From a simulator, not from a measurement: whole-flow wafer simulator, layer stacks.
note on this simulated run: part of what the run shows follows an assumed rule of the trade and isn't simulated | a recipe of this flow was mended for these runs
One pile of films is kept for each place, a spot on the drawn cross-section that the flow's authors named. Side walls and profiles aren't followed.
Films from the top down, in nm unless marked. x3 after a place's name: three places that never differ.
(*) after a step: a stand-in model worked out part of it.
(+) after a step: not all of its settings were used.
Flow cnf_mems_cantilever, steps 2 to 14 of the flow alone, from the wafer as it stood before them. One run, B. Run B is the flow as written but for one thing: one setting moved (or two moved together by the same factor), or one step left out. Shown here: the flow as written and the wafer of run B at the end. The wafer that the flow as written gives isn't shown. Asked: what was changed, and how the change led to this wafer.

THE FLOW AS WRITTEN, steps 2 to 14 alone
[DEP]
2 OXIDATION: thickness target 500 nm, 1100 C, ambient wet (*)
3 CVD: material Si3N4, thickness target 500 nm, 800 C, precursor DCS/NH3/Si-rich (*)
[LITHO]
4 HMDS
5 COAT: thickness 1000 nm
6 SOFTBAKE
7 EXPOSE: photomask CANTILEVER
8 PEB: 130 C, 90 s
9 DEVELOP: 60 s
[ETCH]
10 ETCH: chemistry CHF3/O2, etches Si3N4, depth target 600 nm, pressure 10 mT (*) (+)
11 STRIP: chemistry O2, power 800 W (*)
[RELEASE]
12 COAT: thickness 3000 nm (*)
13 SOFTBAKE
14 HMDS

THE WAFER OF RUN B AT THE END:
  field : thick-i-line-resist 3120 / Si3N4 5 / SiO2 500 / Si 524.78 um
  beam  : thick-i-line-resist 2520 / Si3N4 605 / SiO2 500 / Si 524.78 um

The cause: step 3, CVD: thickness target 605 nm was run, where the flow has thickness target 500 nm.
It can be read off the wafer: beam has Si3N4 605, and step 3 as written asks for 500 nm.

How the change led to this, step by step:
  3 CVD: material Si3N4, thickness target 500 nm, 800 C, precursor DCS/NH3/Si-rich (*)
      field, beam: Si3N4 +605 (new film) (as written it would be: Si3N4 +500 (new film))
  10 ETCH: chemistry CHF3/O2, etches Si3N4, depth target 600 nm, pressure 10 mT (*) (+)
      field: Si3N4 -600 (as written it would be: Si3N4 -500 (all of it), SiO2 -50)
  13 SOFTBAKE
      field: thick-i-line-resist +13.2 (as written it would be: thick-i-line-resist +11.9)
      beam: thick-i-line-resist -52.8 (as written it would be: thick-i-line-resist -47.6)
